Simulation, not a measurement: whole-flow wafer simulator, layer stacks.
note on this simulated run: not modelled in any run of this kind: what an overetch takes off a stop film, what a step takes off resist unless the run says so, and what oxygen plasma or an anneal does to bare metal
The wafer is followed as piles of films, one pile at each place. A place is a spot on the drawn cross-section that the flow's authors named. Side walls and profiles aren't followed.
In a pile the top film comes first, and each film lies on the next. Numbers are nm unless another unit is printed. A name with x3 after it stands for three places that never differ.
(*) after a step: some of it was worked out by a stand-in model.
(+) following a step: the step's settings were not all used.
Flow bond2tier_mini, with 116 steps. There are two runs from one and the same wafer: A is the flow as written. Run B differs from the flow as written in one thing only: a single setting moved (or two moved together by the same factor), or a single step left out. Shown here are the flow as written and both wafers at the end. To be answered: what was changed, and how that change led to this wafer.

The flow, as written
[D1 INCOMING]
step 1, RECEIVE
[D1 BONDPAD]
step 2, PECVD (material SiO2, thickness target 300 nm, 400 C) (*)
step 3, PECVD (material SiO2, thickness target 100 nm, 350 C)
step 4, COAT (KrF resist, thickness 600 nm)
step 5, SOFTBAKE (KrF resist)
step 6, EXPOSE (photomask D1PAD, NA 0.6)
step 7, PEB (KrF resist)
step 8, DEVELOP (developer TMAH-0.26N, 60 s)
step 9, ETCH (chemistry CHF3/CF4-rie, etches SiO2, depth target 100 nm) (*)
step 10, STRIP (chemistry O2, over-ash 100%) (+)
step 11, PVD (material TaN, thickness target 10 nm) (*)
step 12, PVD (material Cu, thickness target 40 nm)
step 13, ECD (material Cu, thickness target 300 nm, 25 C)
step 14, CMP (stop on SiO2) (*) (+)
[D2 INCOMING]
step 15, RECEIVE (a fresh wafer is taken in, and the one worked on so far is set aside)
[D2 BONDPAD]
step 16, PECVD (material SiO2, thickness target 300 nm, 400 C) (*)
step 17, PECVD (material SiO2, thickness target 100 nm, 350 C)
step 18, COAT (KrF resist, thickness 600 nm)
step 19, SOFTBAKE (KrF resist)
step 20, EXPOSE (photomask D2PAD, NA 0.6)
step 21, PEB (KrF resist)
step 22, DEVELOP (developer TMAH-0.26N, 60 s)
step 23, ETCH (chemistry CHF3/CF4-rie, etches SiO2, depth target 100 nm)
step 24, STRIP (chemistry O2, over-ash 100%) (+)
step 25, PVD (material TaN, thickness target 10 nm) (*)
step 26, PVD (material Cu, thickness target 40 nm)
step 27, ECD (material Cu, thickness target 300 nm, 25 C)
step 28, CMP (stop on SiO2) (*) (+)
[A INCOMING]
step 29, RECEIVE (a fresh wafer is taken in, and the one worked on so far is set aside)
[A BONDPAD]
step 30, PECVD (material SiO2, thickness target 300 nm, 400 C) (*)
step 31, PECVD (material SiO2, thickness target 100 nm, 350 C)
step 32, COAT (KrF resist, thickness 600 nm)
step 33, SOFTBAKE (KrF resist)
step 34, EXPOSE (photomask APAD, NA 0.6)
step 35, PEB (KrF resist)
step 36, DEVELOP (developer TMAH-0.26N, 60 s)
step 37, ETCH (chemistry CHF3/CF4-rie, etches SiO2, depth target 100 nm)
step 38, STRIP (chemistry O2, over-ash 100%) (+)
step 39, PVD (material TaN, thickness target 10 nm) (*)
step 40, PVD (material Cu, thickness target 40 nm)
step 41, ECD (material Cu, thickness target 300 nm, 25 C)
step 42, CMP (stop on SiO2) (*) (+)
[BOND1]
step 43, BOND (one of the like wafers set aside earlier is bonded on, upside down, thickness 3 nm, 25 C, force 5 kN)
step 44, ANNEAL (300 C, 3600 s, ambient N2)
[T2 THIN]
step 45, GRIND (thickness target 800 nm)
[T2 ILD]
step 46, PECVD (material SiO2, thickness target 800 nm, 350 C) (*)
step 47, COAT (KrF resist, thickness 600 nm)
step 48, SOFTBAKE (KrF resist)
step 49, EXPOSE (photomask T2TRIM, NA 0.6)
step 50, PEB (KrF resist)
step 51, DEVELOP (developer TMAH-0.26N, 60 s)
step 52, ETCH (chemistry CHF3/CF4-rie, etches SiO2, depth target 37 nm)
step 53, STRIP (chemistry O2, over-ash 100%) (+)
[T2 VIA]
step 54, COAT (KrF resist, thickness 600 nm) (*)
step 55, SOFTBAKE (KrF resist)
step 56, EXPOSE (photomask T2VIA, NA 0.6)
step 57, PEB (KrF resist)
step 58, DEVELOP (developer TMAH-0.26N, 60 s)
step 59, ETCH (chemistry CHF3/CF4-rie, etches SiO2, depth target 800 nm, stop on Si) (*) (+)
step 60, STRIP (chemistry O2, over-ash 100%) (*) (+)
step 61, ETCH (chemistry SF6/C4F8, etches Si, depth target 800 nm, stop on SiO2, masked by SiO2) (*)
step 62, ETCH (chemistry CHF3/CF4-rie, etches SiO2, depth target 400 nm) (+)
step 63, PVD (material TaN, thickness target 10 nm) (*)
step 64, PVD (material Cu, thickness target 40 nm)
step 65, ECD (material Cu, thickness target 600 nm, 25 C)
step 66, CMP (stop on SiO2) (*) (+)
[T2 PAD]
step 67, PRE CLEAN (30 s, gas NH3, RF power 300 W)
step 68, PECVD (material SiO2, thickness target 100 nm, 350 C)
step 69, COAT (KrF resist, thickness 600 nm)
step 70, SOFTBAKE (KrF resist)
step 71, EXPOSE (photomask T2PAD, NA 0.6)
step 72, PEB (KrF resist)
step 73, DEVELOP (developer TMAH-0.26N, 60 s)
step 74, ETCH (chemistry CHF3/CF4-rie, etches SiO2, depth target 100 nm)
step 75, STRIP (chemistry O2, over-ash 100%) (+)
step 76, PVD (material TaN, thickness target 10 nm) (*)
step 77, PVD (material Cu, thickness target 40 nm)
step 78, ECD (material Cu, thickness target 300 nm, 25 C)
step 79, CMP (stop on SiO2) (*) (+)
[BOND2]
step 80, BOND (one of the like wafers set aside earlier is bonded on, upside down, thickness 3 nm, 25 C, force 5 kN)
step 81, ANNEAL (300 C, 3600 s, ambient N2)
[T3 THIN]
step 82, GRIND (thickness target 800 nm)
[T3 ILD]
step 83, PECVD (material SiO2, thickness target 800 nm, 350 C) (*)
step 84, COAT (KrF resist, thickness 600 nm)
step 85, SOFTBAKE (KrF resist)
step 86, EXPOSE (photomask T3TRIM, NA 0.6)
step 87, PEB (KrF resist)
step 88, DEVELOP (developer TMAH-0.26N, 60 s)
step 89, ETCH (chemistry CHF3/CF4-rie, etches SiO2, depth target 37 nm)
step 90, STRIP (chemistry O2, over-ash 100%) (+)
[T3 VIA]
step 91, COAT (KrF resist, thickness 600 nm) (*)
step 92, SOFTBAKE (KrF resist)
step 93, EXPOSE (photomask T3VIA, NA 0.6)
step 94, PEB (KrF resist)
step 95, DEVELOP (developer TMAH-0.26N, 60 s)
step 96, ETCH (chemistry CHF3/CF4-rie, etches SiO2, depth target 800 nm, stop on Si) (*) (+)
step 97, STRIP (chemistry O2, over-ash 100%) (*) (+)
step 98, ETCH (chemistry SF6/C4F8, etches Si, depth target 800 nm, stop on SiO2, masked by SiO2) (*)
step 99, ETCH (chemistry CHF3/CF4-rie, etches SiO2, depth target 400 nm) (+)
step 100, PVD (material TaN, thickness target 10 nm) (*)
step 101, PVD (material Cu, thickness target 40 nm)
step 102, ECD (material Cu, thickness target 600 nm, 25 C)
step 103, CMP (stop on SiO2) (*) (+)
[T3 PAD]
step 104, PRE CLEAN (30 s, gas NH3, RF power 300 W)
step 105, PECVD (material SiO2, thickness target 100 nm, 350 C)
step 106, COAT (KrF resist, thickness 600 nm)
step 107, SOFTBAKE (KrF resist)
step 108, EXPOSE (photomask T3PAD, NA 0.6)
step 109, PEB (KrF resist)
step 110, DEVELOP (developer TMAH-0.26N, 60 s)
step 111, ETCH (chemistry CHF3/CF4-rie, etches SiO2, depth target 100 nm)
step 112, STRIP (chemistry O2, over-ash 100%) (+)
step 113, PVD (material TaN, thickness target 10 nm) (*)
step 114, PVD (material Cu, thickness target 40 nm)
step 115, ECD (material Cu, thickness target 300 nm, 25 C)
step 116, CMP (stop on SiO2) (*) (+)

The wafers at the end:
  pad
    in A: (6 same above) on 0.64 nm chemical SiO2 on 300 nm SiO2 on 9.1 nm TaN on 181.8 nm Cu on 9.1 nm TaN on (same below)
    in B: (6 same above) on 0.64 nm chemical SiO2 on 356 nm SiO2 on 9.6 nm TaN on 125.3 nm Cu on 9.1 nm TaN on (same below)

Cause: step 23, ETCH: depth target 44 nm was run, while the flow as written has depth target 100 nm.

The path from the change to this, step by step:
  step 23, ETCH (chemistry CHF3/CF4-rie, etches SiO2, depth target 100 nm)
      pad, via: A SiO2 loses 100 | B SiO2 loses 44
      field: A KrF resist loses 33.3 | B KrF resist loses 14.7
  step 24, STRIP (chemistry O2, over-ash 100%) (+)
      field: A KrF resist loses 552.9 (all of it) | B KrF resist loses 571.6 (all of it)
  step 26, PVD (material Cu, thickness target 40 nm)
      pad: A Cu gains 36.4 (new film) | B Cu gains 38.4 (new film)
  step 27, ECD (material Cu, thickness target 300 nm, 25 C)
      pad: A Cu gains 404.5 | B Cu gains 346
      via: A Cu gains 400.2 | B Cu gains 344
  step 80, BOND (one of the like wafers set aside earlier is bonded on, upside down, thickness 3 nm, 25 C, force 5 kN)
      pad: A Si gains 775 um (new film), chemical SiO2 gains 0.64 (new film), SiO2 gains 300 (new film), TaN gains 9.1 (new film), Cu gains 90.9 | B Si gains 775 um (new film), chemical SiO2 gains 0.64 (new film), SiO2 gains 356 (new film), TaN gains 9.6 (new film), Cu gains 34.4
